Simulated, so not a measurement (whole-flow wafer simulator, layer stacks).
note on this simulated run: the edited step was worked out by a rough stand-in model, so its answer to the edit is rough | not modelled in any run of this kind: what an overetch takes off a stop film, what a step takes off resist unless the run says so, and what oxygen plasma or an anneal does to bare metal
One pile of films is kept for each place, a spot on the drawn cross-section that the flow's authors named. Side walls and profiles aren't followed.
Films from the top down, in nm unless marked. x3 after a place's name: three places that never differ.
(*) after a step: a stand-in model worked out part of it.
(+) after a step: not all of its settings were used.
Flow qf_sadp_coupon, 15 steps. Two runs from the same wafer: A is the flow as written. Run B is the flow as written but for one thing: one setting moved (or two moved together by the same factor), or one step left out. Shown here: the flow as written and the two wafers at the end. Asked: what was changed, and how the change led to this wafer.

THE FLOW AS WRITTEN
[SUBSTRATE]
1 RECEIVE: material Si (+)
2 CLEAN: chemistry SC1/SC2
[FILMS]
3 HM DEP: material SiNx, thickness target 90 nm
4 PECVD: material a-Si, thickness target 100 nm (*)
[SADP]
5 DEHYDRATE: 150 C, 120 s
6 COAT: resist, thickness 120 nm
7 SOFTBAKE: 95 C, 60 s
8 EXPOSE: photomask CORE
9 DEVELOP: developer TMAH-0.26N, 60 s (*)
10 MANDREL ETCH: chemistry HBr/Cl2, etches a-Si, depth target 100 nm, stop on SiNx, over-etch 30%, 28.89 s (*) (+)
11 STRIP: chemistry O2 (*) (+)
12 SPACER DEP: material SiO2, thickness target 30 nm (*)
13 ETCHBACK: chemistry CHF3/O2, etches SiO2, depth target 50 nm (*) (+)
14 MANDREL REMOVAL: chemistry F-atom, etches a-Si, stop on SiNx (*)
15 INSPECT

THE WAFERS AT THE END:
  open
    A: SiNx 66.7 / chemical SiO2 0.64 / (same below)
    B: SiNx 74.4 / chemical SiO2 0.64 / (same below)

The cause: step 13, ETCHBACK: depth target 41.9 nm was run, where the flow has depth target 50 nm.

How the change led to this, step by step:
  13 ETCHBACK: chemistry CHF3/O2, etches SiO2, depth target 50 nm (*) (+)
      m: A SiO2 -30 (all of it), chemical SiO2 -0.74 (all of it), a-Si -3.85 | B SiO2 -30 (all of it), chemical SiO2 -0.74 (all of it), a-Si -2.23
      open: A SiO2 -30 (all of it), SiNx -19 | B SiO2 -30 (all of it), SiNx -11.3
